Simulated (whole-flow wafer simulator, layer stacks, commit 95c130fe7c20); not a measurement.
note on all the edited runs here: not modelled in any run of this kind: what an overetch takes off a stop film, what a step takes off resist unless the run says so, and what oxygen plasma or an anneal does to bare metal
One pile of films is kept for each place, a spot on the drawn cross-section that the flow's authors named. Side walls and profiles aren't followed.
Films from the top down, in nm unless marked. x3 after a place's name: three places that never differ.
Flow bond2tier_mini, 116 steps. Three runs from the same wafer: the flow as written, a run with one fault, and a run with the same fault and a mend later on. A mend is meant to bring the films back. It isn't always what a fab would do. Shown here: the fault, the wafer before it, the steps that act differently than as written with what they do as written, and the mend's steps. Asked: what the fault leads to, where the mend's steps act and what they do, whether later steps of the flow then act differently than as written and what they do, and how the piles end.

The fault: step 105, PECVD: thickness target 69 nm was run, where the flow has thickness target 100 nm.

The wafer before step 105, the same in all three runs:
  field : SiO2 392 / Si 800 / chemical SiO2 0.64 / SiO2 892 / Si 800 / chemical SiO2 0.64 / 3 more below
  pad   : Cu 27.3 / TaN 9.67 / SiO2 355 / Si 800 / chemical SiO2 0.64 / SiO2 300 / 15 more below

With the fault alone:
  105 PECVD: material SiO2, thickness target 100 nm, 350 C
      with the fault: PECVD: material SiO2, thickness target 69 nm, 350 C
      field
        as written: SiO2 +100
        with the fault: SiO2 +69
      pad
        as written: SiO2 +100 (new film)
        with the fault: SiO2 +69 (new film)
  Later steps of the flow that act differently than as written (1 more step differs only slightly, by at most 2% or 0.5 nm, whichever is larger, and isn't shown):
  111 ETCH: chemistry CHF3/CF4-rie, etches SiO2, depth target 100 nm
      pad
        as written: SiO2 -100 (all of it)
        with the fault: SiO2 -69 (all of it), Cu -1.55
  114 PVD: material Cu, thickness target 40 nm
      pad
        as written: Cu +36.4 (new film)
        with the fault: Cu +37.4 (new film)
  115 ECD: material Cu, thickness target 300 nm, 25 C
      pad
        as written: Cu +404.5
        with the fault: Cu +373.7
  At the end the piles differ from the flow's by more than 2% or 0.5 nm, whichever is larger, at field, pad.
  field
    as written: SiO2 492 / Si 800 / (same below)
    with the fault: SiO2 461 / Si 800 / (same below)
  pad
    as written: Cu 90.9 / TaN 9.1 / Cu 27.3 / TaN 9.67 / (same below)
    with the fault: Cu 61.1 / TaN 9.41 / Cu 25.8 / TaN 9.67 / (same below)

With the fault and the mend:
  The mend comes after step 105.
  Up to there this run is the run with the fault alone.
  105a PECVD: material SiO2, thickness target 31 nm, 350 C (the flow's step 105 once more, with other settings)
      field, pad
        SiO2 +31
  No later step of the flow acts differently than as written at any place that is followed.
  At the end the piles are the same as the flow's at every place that both follow.
